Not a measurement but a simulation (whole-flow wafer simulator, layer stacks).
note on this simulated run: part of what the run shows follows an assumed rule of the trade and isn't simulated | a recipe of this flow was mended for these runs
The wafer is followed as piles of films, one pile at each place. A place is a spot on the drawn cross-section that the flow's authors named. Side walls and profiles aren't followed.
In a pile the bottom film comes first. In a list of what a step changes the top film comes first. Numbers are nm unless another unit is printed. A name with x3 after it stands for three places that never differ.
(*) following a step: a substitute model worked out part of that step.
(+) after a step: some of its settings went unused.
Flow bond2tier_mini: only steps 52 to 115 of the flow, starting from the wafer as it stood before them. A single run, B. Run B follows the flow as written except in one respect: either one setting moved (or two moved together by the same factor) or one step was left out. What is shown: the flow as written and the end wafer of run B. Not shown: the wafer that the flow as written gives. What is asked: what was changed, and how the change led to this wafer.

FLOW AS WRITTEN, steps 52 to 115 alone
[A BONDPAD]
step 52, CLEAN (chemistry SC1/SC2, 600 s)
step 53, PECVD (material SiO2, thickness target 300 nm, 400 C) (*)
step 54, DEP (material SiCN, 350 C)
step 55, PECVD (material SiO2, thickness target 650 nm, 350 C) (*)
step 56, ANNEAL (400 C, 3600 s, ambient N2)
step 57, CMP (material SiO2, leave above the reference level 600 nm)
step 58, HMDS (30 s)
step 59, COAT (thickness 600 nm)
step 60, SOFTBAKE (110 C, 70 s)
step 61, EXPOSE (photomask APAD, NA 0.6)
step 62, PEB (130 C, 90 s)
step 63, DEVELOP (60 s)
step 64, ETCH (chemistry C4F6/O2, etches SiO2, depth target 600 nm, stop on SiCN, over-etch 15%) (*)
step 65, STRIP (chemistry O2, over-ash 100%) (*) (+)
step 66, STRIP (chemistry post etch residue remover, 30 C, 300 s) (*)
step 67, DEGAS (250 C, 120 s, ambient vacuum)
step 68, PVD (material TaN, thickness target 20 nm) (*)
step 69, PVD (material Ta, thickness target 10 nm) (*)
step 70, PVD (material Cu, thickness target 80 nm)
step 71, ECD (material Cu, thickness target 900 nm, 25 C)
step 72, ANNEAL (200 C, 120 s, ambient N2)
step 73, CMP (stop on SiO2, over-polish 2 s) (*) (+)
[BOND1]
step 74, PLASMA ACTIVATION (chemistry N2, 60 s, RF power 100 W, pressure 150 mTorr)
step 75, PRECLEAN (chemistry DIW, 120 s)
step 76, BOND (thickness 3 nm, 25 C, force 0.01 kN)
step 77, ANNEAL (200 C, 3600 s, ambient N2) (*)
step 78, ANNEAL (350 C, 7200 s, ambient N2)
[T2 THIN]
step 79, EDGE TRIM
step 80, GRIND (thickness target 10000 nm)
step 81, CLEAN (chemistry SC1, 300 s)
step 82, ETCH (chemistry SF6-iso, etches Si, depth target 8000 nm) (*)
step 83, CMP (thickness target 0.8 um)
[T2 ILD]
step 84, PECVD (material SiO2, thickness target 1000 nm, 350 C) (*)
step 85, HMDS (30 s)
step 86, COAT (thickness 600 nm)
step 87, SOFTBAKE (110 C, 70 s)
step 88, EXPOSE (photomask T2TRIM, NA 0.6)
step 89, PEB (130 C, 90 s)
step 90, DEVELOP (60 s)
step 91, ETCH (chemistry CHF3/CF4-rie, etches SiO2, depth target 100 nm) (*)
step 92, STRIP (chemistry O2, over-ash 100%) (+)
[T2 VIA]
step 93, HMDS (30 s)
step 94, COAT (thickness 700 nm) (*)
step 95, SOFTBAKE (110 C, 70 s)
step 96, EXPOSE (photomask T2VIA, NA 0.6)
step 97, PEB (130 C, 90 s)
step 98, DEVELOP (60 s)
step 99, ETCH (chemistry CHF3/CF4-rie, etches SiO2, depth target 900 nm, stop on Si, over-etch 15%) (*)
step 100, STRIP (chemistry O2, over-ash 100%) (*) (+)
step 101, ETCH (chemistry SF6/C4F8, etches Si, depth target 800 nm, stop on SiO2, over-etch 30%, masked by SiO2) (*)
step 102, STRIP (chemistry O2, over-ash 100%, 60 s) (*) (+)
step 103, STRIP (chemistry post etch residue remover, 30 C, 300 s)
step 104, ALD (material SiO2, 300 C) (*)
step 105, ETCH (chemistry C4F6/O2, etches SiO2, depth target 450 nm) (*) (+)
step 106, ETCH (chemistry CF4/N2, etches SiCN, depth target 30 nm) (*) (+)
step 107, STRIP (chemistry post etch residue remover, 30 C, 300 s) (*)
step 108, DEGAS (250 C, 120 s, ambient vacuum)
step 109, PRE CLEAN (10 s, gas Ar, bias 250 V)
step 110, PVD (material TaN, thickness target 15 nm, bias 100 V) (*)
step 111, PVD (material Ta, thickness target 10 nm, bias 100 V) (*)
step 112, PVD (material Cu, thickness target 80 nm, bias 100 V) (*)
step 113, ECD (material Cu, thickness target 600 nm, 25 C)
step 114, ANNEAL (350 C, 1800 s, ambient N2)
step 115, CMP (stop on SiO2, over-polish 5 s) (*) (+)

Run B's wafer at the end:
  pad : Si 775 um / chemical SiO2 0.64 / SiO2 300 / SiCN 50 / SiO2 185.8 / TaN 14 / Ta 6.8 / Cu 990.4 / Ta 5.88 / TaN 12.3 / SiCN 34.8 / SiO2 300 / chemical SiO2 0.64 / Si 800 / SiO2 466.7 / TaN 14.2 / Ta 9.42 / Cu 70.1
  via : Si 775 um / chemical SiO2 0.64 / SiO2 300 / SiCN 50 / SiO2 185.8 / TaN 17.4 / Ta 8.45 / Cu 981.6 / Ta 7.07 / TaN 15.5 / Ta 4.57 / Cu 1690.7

What caused this: step 64, ETCH: depth target 360.2 nm was run, whereas the flow has depth target 600 nm.

The path from the change to this, step by step:
  step 64, ETCH (chemistry C4F6/O2, etches SiO2, depth target 600 nm, stop on SiCN, over-etch 15%) (*)
      pad, via: -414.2 SiO2 (as written it would have been: -600 SiO2 (all of it), -15.2 SiCN)
      field: -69 thick-KrF-resist (as written it would have been: -115 thick-KrF-resist)
  step 65, STRIP (chemistry O2, over-ash 100%) (*) (+)
      field: -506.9 thick-KrF-resist (all of it) (as written it would have been: -460.9 thick-KrF-resist (all of it))
  step 68, PVD (material TaN, thickness target 20 nm) (*)
      pad: +14 TaN (new film) (as written it would have been: +12.3 TaN (new film))
      via: +17.4 TaN (new film) (as written it would have been: +14.9 TaN (new film))
  step 69, PVD (material Ta, thickness target 10 nm) (*)
      pad: +6.8 Ta (new film) (as written it would have been: +5.88 Ta (new film))
      via: +8.45 Ta (new film) (as written it would have been: +7.07 Ta (new film))
  step 70, PVD (material Cu, thickness target 80 nm)
      pad: +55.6 Cu (new film) (as written it would have been: +48.4 Cu (new film))
      via: +69.2 Cu (new film) (as written it would have been: +59 Cu (new film))
  step 71, ECD (material Cu, thickness target 900 nm, 25 C)
      pad: +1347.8 Cu (as written it would have been: +1558.7 Cu)
      via: +1329.2 Cu (as written it would have been: +1544.3 Cu)
